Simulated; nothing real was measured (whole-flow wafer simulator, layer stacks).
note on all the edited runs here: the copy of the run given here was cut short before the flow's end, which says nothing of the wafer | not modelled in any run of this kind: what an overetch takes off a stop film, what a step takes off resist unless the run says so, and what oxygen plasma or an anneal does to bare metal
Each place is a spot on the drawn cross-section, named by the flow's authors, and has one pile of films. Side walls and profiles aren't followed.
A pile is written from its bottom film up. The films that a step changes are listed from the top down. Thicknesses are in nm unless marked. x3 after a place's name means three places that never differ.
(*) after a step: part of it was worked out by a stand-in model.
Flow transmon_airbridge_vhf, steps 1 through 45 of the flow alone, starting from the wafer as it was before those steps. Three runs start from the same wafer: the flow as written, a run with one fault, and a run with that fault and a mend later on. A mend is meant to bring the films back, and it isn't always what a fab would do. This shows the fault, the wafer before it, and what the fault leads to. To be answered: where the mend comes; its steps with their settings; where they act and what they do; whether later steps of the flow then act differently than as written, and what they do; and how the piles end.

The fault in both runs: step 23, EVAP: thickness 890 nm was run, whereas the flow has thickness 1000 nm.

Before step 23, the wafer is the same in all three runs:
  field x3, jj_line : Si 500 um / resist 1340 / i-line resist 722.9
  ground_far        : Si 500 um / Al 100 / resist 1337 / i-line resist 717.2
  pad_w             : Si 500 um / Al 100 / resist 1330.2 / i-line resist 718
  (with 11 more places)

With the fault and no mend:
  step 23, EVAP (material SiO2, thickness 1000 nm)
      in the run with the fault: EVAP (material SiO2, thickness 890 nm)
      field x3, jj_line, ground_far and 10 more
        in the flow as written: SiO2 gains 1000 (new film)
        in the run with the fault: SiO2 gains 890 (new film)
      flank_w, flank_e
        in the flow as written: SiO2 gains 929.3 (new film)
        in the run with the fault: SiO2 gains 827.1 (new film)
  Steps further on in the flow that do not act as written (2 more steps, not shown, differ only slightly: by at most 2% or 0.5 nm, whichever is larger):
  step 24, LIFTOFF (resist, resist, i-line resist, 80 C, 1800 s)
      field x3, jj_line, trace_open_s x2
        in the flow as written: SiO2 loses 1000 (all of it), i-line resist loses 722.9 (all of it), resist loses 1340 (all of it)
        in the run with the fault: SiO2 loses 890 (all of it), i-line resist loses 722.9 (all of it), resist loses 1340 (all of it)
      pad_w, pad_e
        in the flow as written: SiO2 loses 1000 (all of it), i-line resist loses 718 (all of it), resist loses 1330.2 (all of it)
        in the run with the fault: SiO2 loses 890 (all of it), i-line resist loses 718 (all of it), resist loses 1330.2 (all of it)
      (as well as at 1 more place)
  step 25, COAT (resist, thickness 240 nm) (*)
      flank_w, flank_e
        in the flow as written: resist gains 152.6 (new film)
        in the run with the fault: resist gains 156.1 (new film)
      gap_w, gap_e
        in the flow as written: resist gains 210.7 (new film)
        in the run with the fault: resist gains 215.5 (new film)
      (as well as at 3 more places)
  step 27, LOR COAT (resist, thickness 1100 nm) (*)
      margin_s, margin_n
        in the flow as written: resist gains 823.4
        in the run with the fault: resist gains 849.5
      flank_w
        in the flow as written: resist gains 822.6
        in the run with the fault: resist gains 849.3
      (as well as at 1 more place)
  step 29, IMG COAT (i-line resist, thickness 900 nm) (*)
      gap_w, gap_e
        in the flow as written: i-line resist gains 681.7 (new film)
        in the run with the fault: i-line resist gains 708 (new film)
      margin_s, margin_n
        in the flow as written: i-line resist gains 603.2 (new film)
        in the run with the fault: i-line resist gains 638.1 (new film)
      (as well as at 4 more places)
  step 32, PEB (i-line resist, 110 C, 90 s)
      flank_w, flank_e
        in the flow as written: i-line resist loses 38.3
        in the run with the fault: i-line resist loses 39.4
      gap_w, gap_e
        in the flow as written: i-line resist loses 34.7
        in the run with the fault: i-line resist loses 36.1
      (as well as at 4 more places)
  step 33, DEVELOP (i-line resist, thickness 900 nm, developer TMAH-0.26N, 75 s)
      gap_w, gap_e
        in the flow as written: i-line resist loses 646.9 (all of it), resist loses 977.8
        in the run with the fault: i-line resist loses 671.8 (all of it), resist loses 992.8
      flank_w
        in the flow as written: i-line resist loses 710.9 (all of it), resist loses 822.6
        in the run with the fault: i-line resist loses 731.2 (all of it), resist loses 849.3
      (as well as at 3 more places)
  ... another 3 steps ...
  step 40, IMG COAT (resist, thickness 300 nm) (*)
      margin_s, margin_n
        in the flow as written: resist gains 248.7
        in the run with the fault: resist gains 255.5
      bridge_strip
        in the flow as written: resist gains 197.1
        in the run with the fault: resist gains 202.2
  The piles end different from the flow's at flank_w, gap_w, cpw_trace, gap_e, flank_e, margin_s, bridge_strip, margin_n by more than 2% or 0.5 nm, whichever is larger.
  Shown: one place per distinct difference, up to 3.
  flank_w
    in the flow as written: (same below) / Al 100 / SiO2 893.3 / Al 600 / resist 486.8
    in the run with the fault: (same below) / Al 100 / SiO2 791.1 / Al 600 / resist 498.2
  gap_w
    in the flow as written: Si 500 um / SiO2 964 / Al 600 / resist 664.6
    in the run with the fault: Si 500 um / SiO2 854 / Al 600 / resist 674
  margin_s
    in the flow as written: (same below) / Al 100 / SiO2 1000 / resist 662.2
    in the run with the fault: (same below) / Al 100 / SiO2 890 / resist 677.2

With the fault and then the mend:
  After step 23 comes the mend.
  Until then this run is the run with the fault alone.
  step 23a, EVAP (material SiO2, thickness 110 nm) (a further turn of the flow's step 23, with different settings)
      field x3, jj_line, ground_far and 10 more
        SiO2 gains 110
      flank_w, flank_e
        SiO2 gains 102.2
  None of the later steps of the flow differs from how it acts as written, at any place that is followed, by more than 2% or 0.5 nm, whichever is larger.
  At the end the piles are close to the flow's at the places that both follow, differing by at most 2% or 0.5 nm, whichever is larger.
